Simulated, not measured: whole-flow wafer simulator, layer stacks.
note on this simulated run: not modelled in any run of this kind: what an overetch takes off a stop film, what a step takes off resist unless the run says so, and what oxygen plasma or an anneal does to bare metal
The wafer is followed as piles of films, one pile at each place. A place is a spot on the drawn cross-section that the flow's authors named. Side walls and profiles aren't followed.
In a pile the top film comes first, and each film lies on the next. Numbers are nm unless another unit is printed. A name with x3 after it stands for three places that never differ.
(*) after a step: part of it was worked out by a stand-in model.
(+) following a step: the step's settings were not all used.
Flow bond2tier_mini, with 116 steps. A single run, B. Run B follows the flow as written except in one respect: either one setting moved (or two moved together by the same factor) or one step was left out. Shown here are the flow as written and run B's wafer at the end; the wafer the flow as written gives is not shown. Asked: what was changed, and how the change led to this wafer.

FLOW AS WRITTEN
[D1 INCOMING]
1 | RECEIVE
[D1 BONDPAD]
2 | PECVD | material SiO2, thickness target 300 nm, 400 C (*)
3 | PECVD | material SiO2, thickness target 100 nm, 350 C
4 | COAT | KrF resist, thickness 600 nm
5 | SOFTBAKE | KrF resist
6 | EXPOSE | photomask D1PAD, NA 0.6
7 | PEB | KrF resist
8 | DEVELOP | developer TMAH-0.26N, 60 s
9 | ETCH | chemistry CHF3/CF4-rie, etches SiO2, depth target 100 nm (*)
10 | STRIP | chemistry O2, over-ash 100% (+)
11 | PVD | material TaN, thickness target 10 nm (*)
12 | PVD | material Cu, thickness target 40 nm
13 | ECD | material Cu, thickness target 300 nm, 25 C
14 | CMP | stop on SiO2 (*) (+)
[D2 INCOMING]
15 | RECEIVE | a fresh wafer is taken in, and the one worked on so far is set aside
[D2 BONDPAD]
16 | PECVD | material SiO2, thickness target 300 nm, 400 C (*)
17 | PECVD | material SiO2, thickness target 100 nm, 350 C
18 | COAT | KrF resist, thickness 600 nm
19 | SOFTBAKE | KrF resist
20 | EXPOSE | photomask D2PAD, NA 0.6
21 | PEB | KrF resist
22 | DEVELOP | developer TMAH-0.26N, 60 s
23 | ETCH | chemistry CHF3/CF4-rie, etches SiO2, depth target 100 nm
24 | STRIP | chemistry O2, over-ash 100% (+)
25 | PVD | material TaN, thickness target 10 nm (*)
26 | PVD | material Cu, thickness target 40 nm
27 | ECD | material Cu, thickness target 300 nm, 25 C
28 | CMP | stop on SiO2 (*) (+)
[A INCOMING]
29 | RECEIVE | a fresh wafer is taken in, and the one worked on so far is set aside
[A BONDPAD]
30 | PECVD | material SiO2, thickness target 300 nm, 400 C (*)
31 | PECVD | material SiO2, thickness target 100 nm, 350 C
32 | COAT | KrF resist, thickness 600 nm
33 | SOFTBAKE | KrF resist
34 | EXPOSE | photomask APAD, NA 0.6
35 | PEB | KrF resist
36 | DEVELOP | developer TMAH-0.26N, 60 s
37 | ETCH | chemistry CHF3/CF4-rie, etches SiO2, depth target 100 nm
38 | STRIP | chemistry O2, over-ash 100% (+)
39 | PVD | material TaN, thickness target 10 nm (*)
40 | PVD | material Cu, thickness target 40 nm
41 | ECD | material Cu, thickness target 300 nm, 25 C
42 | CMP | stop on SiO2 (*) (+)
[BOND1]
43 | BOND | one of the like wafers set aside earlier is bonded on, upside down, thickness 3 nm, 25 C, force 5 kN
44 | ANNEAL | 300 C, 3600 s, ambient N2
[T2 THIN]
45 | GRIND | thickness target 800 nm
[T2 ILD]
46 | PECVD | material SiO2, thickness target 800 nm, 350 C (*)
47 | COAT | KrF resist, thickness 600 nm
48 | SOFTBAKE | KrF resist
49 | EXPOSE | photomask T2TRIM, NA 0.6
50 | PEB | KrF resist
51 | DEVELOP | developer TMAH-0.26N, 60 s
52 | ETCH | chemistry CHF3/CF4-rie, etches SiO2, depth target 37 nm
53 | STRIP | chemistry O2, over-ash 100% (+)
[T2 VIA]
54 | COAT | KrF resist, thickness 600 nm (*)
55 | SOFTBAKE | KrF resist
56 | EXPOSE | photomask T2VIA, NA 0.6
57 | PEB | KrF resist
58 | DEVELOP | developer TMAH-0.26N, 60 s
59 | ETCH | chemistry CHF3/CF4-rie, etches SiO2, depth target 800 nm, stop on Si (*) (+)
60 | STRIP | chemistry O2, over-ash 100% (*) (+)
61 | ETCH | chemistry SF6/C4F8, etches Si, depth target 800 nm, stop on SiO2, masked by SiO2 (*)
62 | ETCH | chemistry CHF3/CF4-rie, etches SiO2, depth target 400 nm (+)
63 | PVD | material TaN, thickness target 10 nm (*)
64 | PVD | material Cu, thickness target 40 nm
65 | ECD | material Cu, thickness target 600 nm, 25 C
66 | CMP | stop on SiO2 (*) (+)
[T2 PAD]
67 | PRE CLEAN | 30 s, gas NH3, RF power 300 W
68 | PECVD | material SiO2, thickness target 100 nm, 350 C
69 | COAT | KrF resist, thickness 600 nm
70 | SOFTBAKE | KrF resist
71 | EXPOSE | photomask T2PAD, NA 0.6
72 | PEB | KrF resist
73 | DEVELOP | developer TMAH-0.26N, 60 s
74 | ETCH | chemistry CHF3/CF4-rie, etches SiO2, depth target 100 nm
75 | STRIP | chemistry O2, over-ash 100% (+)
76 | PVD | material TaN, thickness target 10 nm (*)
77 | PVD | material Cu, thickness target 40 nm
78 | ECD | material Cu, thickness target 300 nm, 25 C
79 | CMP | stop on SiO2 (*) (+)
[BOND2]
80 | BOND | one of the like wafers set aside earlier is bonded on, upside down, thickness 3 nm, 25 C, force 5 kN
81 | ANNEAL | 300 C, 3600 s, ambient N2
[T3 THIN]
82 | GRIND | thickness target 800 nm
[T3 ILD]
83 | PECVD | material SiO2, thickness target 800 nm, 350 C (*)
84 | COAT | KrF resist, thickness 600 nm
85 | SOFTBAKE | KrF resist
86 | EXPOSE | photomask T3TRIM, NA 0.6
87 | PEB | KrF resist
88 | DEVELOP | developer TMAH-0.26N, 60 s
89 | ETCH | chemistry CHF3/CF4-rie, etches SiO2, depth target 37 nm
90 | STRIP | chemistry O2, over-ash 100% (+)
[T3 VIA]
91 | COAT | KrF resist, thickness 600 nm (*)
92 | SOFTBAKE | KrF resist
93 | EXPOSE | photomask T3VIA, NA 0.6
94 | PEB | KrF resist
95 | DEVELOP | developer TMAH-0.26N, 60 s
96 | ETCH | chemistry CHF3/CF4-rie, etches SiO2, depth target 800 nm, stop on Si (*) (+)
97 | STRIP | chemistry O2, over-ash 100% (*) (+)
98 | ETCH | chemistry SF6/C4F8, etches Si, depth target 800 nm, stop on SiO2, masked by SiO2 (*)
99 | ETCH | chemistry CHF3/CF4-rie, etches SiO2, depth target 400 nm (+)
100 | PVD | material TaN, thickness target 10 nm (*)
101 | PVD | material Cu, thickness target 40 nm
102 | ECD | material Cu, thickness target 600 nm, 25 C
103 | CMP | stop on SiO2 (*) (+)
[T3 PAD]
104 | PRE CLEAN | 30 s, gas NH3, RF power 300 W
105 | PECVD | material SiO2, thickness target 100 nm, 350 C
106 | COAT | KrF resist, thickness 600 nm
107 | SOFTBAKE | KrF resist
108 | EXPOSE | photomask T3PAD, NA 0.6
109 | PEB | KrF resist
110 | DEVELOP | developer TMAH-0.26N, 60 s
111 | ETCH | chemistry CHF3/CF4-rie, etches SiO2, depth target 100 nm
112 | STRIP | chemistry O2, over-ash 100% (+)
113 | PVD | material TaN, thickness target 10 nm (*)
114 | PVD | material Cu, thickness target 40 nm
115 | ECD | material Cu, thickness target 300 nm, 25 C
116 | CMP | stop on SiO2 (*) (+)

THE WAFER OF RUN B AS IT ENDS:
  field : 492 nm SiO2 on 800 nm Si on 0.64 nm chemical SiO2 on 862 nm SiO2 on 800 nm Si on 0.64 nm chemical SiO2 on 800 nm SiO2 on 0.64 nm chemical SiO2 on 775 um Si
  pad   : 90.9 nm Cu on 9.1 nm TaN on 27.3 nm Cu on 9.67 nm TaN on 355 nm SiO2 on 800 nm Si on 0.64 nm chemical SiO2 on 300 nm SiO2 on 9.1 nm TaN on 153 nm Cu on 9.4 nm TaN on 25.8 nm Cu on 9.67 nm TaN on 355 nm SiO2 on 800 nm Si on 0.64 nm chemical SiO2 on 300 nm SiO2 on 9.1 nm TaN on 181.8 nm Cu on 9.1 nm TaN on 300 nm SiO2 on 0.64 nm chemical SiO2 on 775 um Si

The reason: step 68, PECVD: thickness target 70 nm was run, though the flow has thickness target 100 nm.

Step by step, how the change led to this:
  68 | PECVD | material SiO2, thickness target 100 nm, 350 C
      field: SiO2 gains 70 (in the flow as written it would be: SiO2 gains 100)
      pad: SiO2 gains 70 (new film) (in the flow as written it would be: SiO2 gains 100 (new film))
  74 | ETCH | chemistry CHF3/CF4-rie, etches SiO2, depth target 100 nm
      pad: SiO2 loses 70 (all of it), Cu loses 1.5 (in the flow as written it would be: SiO2 loses 100 (all of it))
  77 | PVD | material Cu, thickness target 40 nm
      pad: Cu gains 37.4 (new film) (in the flow as written it would be: Cu gains 36.4 (new film))
  78 | ECD | material Cu, thickness target 300 nm, 25 C
      pad: Cu gains 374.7 (in the flow as written it would be: Cu gains 404.5)
